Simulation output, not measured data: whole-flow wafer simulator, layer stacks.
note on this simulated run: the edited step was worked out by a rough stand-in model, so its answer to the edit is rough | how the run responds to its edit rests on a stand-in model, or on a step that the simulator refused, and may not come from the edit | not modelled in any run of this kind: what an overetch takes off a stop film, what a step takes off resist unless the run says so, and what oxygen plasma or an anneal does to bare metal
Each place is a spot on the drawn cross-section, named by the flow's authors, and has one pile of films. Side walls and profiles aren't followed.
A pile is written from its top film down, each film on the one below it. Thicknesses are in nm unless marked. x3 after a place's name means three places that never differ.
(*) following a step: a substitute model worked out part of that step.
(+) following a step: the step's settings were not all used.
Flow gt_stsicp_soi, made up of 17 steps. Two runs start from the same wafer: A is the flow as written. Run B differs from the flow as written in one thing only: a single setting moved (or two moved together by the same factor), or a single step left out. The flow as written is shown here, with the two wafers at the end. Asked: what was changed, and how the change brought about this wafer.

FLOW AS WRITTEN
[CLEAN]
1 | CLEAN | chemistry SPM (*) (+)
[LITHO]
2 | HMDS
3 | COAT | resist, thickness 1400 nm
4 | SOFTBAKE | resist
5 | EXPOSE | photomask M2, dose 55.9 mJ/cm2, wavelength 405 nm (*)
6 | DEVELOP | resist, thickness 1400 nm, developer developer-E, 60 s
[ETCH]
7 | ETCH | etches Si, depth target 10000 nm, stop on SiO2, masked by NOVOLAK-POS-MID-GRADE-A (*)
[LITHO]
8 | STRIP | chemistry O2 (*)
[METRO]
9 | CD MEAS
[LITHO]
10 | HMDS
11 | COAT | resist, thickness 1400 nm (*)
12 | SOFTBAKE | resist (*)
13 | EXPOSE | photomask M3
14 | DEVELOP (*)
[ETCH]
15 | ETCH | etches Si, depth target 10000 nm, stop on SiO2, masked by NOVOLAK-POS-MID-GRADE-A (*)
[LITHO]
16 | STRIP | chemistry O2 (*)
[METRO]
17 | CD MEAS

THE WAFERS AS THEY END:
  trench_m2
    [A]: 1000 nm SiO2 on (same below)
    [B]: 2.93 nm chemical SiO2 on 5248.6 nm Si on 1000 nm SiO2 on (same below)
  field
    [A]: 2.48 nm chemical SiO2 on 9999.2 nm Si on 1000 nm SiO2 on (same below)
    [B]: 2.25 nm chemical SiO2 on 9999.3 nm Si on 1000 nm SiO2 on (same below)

What caused this: step 7, ETCH: depth target 4750 nm was run, though the flow has depth target 10000 nm.

How this came from the change, step by step:
  7 | ETCH | etches Si, depth target 10000 nm, stop on SiO2, masked by NOVOLAK-POS-MID-GRADE-A (*)
      trench_m2: A -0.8 chemical SiO2 (all of it), -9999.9 Si (all of it) | B -0.8 chemical SiO2 (all of it), -4750 Si
      field, trench_m3: A -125 resist | B -59.4 resist
  8 | STRIP | chemistry O2 (*)
      trench_m2: A nothing | B +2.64 chemical SiO2 (new film), -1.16 Si
      field, trench_m3: A -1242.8 resist (all of it), +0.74 chemical SiO2, -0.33 Si | B -1308.5 resist (all of it), +0.75 chemical SiO2, -0.33 Si
  11 | COAT | resist, thickness 1400 nm (*)
      field: A +1332.8 resist (new film) | B +1367.8 resist (new film)
      trench_m2: A +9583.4 resist (new film) | B +5357.9 resist (new film)
      (as well as at 1 more place)
  12 | SOFTBAKE | resist (*)
      trench_m2: A nothing | B +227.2 resist
      trench_m3: A nothing | B +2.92 resist
  14 | DEVELOP (*)
      trench_m3: A -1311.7 resist (all of it) | B -1360.7 resist (all of it)
  16 | STRIP | chemistry O2 (*)
      trench_m2: A -9458.4 resist (all of it) | B -5460 resist (all of it), +0.29 chemical SiO2, -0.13 Si
      field: A -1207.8 resist (all of it), +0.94 chemical SiO2, -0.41 Si | B -1243.2 resist (all of it), +0.69 chemical SiO2, -0.3 Si
